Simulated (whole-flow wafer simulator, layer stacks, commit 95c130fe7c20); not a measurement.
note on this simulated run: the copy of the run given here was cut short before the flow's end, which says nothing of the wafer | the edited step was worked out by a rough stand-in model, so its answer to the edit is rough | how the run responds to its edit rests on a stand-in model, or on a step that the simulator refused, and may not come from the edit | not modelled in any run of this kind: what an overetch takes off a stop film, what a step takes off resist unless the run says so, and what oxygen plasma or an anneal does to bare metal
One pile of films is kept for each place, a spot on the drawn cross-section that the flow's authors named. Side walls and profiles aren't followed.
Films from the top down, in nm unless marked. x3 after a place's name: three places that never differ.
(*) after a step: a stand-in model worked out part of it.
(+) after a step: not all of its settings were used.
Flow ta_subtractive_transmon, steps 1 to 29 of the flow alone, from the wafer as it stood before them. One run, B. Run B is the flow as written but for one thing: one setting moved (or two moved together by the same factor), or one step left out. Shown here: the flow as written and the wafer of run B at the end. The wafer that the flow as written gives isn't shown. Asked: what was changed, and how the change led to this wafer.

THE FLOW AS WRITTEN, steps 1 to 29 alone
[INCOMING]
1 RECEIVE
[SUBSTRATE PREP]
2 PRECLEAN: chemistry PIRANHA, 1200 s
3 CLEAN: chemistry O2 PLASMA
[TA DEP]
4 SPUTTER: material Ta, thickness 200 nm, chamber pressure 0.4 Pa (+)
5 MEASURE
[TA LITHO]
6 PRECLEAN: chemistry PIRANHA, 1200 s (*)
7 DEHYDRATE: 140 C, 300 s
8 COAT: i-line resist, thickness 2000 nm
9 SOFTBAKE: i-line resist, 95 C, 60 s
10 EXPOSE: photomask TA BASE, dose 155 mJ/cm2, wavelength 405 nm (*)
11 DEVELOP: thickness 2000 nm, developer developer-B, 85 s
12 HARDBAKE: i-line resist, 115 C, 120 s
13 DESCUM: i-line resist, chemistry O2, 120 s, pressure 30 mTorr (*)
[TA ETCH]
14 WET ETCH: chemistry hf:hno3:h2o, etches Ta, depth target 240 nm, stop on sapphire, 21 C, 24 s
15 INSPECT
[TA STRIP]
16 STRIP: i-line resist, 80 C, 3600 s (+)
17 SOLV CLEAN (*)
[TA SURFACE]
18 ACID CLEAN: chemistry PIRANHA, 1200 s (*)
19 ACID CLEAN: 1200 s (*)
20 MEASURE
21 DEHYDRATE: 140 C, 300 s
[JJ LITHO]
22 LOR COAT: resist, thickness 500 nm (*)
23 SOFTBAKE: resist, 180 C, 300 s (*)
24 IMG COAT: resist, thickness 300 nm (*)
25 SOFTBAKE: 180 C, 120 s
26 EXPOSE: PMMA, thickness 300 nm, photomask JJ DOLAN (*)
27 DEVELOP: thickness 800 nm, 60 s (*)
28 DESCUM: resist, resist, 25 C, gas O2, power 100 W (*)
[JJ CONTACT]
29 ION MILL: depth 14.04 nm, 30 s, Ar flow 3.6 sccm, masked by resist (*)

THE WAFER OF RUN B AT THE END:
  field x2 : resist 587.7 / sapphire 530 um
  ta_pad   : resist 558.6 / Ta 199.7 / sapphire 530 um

The cause: step 24, IMG COAT: thickness 120 nm was run, where the flow has thickness 300 nm.

How the change led to this, step by step:
  24 IMG COAT: resist, thickness 300 nm (*)
      field x2, jj_line: resist +120 (as written it would be: resist +300)
      lead: resist +127 (as written it would be: resist +312.6)
      (and at 2 more places)
  27 DEVELOP: thickness 800 nm, 60 s (*)
      jj_line: resist -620 (all of it) (as written it would be: resist -800 (all of it))
      lead: resist -681.8 (all of it) (as written it would be: resist -867.4 (all of it))
      (and at 1 more place)
